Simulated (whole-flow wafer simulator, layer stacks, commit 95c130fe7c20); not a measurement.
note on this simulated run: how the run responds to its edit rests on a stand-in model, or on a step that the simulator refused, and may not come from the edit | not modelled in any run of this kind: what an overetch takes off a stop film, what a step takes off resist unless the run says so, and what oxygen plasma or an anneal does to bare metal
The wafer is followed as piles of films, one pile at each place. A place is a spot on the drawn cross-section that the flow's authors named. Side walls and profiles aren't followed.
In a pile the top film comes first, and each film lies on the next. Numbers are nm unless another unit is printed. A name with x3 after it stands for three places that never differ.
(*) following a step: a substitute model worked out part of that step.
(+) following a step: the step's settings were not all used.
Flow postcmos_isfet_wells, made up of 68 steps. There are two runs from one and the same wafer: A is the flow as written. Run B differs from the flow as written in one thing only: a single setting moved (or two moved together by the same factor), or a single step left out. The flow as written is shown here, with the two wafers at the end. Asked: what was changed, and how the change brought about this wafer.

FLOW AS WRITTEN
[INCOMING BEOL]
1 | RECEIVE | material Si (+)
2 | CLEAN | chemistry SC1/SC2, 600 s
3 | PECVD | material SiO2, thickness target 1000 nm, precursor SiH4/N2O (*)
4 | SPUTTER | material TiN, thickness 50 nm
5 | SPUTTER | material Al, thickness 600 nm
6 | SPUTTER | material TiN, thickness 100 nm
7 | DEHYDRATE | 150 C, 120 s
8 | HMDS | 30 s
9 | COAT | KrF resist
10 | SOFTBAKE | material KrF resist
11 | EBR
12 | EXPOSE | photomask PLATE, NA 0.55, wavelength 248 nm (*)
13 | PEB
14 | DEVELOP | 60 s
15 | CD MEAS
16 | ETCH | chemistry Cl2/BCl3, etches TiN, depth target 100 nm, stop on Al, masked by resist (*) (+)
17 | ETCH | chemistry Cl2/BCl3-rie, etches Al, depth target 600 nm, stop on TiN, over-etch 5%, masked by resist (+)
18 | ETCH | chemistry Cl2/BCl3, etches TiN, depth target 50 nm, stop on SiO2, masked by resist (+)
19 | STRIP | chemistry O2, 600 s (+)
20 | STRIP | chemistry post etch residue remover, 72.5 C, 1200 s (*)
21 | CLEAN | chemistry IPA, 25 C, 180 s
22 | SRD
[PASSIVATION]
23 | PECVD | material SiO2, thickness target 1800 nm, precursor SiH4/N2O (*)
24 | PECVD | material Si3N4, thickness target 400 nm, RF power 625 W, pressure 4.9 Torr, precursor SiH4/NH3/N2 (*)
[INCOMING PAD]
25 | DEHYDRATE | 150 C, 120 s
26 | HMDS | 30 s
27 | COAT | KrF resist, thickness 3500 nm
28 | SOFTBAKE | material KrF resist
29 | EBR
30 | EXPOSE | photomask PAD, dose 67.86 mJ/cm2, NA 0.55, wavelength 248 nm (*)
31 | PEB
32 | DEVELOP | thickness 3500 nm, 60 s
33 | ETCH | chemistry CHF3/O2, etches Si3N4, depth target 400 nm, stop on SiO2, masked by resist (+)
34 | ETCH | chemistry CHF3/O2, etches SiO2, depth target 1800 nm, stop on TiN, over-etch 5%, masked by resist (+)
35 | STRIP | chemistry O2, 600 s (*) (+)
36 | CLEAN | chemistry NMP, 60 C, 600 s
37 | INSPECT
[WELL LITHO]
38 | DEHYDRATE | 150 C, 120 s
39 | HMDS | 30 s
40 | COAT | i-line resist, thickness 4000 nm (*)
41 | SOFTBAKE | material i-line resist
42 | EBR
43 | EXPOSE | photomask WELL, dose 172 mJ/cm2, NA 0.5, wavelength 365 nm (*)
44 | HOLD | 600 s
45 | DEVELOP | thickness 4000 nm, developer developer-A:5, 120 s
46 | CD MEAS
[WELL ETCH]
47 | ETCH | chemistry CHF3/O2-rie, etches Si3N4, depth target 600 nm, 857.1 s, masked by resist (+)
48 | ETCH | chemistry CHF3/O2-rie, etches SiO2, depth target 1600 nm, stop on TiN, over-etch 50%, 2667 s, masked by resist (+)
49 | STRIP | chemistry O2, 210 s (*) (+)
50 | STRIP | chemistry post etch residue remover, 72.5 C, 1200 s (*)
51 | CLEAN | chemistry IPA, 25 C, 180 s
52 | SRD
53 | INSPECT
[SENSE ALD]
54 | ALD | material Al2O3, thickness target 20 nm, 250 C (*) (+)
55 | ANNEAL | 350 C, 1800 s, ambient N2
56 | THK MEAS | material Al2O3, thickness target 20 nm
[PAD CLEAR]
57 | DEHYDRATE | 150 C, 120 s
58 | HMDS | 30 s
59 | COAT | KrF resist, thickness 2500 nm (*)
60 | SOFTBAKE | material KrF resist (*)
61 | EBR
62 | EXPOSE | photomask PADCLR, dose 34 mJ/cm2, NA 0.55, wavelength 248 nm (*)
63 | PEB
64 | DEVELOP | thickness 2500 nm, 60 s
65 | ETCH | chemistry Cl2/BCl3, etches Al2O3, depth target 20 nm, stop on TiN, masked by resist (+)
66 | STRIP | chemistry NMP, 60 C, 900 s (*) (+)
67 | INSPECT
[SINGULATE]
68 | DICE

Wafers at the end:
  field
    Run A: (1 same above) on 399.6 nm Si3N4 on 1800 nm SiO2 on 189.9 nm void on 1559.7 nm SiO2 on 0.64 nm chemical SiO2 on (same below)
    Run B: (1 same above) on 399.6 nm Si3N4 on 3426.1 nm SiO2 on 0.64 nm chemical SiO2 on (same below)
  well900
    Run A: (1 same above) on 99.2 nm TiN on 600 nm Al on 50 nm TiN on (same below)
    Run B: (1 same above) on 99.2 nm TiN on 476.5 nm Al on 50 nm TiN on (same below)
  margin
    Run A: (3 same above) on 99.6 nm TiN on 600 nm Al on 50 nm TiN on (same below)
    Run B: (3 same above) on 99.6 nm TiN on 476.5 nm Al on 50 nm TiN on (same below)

What caused this: step 5, SPUTTER: thickness 476.5 nm was run, while the flow as written has thickness 600 nm.
The wafer itself shows it: well900 has Al 476.5, and step 5 as written asks for 600 nm.

Step by step, how the change led to this:
  5 | SPUTTER | material Al, thickness 600 nm
      field, margin, well900, well1300 x3, pad_rim, pad_clr, pad_open: A Al gains 600 (new film) | B Al gains 476.5 (new film)
  17 | ETCH | chemistry Cl2/BCl3-rie, etches Al, depth target 600 nm, stop on TiN, over-etch 5%, masked by resist (+)
      margin, well900, well1300 x3, pad_rim, pad_clr, pad_open: A KrF resist loses 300 | B KrF resist loses 250.2
      field: A Al loses 600 (all of it) | B Al loses 476.5 (all of it)
  19 | STRIP | chemistry O2, 600 s (+)
      margin, well900, well1300 x3, pad_rim, pad_clr, pad_open: A KrF resist loses 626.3 (all of it) | B KrF resist loses 676.1 (all of it)
  23 | PECVD | material SiO2, thickness target 1800 nm, precursor SiH4/N2O (*)
      field: A SiO2 gains 1800 (new film), void gains 189.9 (new film), SiO2 gains 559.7 | B SiO2 gains 2426.1
